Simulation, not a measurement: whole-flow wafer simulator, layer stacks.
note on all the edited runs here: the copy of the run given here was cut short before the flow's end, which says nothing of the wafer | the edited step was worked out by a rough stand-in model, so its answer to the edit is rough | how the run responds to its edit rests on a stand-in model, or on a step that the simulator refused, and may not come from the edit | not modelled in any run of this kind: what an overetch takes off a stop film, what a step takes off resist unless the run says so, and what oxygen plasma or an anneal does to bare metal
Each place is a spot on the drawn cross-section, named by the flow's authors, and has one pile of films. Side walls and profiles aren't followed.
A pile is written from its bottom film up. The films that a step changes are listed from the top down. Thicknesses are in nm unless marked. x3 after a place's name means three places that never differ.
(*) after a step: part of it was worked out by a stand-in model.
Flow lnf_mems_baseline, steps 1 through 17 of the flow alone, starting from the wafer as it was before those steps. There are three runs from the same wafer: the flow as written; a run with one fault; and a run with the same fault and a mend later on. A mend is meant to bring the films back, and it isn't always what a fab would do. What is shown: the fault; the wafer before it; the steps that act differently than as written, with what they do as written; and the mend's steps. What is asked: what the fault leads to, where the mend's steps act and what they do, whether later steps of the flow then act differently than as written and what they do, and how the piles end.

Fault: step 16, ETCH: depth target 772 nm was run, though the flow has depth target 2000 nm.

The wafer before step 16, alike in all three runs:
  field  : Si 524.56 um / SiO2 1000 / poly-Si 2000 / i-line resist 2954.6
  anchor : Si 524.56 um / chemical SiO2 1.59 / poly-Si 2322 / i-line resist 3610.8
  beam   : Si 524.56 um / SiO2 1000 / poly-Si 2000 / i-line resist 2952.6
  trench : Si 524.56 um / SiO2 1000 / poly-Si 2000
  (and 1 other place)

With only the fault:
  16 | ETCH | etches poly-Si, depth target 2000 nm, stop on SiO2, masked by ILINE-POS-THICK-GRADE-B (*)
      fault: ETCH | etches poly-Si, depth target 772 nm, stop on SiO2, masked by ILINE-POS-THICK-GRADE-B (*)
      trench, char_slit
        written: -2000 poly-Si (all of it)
        fault: -772 poly-Si
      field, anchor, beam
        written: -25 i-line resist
        fault: -9.65 i-line resist
  Steps further on in the flow that do not act as written:
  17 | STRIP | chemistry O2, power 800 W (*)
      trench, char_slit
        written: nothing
        fault: +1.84 chemical SiO2 (new film), -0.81 poly-Si
  At trench, char_slit, the piles at the end differ from the flow's by more than 2% or 0.5 nm, whichever is larger.
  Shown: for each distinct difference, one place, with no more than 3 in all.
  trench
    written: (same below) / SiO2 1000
    fault: (same below) / SiO2 1000 / poly-Si 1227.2 / chemical SiO2 1.84

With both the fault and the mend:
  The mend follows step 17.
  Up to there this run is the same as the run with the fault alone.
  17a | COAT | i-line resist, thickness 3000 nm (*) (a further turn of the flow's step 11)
      field
        +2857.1 i-line resist (new film)
      anchor
        +3473.8 i-line resist (new film)
      beam
        +2796.1 i-line resist (new film)
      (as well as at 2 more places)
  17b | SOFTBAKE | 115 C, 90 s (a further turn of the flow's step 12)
      field
        +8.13 i-line resist
      anchor
        +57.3 i-line resist
      beam
        +48.3 i-line resist
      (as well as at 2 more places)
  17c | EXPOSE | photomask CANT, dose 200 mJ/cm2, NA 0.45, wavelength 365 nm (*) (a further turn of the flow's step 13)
      leaves every film unchanged at each place that is followed
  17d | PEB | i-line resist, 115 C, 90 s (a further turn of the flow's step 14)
      field
        -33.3 i-line resist
      anchor
        -43.9 i-line resist
      beam
        -32.4 i-line resist
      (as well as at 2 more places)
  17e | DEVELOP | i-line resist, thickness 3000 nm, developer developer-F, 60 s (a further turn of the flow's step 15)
      field, anchor, beam
        -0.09 i-line resist
      trench
        -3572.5 i-line resist (all of it)
      char_slit
        -3615.2 i-line resist (all of it)
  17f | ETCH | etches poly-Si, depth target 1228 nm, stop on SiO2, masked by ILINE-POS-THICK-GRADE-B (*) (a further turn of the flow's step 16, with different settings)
      field, beam
        -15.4 i-line resist
      trench, char_slit
        -1.84 chemical SiO2 (all of it), -1227.2 poly-Si (all of it)
      anchor
        -15.3 i-line resist
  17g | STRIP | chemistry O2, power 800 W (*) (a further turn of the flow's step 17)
      field
        -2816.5 i-line resist (all of it), +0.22 chemical SiO2, -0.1 poly-Si
      anchor
        -3471.8 i-line resist (all of it), +0.22 chemical SiO2, -0.1 poly-Si
      beam
        -2796.6 i-line resist (all of it), +0.22 chemical SiO2, -0.1 poly-Si
  Later steps of the flow that are run all act as written at every place that is followed.
  The piles end only slightly different from the flow's at the places that both follow, by no more than 2% or 0.5 nm, whichever is larger.
